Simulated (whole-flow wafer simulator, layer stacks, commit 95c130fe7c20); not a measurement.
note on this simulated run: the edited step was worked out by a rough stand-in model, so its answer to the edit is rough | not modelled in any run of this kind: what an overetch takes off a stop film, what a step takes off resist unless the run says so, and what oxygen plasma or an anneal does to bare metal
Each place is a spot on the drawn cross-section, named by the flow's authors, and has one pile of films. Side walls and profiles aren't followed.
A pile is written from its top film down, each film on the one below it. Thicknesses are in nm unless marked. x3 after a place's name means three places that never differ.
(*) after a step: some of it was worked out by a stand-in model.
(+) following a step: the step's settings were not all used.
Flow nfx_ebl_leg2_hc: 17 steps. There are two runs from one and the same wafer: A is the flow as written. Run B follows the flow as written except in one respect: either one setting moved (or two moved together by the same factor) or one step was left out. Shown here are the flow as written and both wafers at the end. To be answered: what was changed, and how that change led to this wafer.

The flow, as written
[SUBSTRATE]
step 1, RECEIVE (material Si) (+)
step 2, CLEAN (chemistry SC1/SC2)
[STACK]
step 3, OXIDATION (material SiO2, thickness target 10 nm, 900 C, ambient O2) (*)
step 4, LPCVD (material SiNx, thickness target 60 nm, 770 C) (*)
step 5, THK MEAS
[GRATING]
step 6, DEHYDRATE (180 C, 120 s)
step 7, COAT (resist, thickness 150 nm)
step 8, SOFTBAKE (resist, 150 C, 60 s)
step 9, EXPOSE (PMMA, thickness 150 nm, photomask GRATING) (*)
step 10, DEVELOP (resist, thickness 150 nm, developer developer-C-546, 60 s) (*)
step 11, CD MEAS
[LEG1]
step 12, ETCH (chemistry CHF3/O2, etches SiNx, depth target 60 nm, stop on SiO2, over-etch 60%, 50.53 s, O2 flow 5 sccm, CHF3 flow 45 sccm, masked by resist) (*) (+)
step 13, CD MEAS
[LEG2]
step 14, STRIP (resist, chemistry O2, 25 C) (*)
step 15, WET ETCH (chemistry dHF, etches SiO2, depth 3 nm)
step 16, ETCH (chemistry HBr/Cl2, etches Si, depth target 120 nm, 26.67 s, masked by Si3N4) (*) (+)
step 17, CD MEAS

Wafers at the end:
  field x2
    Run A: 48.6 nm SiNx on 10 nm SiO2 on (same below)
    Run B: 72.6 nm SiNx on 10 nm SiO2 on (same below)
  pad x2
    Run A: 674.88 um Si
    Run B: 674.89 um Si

What caused this: step 4, LPCVD: thickness target 84 nm was run, though the flow has thickness target 60 nm.

How this came from the change, step by step:
  step 4, LPCVD (material SiNx, thickness target 60 nm, 770 C) (*)
      field x2, pad x2: A SiNx gains 60 (new film) | B SiNx gains 84 (new film)
  step 12, ETCH (chemistry CHF3/O2, etches SiNx, depth target 60 nm, stop on SiO2, over-etch 60%, 50.53 s, O2 flow 5 sccm, CHF3 flow 45 sccm, masked by resist) (*) (+)
      pad x2: A SiNx loses 60 (all of it), SiO2 loses 10 (all of it) | B SiNx loses 84 (all of it), SiO2 loses 6
  step 14, STRIP (resist, chemistry O2, 25 C) (*)
      pad x2: A chemical SiO2 gains 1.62 (new film), Si loses 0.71 | B nothing
  step 15, WET ETCH (chemistry dHF, etches SiO2, depth 3 nm)
      pad x2: A chemical SiO2 loses 1.62 (all of it) | B SiO2 loses 3
  step 16, ETCH (chemistry HBr/Cl2, etches Si, depth target 120 nm, 26.67 s, masked by Si3N4) (*) (+)
      pad x2: A Si loses 120 | B SiO2 loses 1 (all of it), Si loses 107
